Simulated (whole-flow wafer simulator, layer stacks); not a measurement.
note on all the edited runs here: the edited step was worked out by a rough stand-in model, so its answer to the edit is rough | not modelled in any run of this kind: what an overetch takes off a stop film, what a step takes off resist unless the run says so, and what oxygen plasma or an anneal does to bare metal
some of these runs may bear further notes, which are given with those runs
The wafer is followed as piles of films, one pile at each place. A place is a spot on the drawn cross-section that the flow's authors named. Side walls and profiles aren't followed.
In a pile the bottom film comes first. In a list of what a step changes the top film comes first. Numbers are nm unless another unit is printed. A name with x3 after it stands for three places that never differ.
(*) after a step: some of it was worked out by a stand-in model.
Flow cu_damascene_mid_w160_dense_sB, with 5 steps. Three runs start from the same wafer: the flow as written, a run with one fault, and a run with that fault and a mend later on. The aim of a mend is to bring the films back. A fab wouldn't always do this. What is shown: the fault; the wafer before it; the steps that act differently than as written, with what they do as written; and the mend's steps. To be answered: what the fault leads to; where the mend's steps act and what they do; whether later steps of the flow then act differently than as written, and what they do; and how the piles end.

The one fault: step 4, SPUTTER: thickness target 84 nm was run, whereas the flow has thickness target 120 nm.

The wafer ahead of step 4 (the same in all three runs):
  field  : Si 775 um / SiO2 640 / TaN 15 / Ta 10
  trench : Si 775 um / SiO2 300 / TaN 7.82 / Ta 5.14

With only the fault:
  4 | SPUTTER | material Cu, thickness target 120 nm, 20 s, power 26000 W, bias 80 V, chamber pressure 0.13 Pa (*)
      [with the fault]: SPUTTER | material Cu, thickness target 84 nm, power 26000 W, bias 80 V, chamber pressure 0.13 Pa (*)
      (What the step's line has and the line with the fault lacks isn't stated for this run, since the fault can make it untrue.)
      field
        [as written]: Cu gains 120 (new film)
        [with the fault]: Cu gains 84 (new film)
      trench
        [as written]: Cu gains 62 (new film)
        [with the fault]: Cu gains 43.4 (new film)
  Steps later in the flow that act otherwise than as written:
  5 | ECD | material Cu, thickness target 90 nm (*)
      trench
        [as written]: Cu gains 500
        [with the fault]: Cu gains 482.6
  At field, trench, the piles at the end differ from the flow's by more than 2% or 0.5 nm, whichever is larger.
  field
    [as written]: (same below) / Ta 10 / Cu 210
    [with the fault]: (same below) / Ta 10 / Cu 174
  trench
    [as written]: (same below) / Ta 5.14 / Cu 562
    [with the fault]: (same below) / Ta 5.14 / Cu 526

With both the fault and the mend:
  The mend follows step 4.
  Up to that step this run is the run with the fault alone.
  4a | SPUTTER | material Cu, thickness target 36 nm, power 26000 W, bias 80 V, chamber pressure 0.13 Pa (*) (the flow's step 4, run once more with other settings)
      field
        Cu gains 36
      trench
        Cu gains 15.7
  Later steps of the flow that are run all act as written at every place that is followed, up to a difference of at most 2% or 0.5 nm, whichever is larger.
  At every place that both follow, the piles at the end match the flow's.
